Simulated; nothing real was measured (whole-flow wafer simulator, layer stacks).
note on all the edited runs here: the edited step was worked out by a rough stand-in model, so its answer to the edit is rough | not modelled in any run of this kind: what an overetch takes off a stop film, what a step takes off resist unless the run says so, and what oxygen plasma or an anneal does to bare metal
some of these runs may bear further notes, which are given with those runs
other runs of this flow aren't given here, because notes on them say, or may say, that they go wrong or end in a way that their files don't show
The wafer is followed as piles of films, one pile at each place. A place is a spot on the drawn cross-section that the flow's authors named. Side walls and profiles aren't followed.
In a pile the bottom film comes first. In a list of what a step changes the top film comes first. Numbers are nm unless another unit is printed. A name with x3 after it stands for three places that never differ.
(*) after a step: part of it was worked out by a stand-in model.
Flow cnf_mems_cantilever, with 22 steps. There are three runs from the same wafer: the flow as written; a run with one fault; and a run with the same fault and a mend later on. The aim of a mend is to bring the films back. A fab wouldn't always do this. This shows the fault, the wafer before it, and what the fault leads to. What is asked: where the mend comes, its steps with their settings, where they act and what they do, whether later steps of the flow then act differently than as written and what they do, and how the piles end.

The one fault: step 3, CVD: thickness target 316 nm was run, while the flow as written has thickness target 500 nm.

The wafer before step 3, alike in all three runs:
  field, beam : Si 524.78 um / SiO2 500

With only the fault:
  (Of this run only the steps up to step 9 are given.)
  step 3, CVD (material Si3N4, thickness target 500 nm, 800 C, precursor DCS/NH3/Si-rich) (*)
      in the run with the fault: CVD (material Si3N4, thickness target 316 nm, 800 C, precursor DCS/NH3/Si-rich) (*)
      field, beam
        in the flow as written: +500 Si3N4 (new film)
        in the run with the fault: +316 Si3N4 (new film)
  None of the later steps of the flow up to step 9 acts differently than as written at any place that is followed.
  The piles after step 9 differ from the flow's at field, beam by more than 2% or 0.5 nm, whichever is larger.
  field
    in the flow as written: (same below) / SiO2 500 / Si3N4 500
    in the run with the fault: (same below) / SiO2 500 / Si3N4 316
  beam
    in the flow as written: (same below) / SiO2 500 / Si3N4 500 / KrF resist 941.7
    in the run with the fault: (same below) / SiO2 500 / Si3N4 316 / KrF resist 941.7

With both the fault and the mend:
  The mend follows step 3.
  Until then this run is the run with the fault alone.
  step 3a, ETCH (chemistry h3po4, depth target 363.4 nm)
      field, beam
        -316 Si3N4 (all of it)
  step 3b, CLEAN (chemistry SC1/SC2) (a further turn of the flow's step 1)
      alters no film at any place that is followed
  step 3c, CVD (material Si3N4, thickness target 500 nm, 800 C, precursor DCS/NH3/Si-rich) (*) (a further turn of the flow's step 3)
      field, beam
        +500 Si3N4 (new film)
  None of the later steps of the flow acts differently than as written at any place that is followed.
  At every place that both follow, the piles at the end match the flow's.
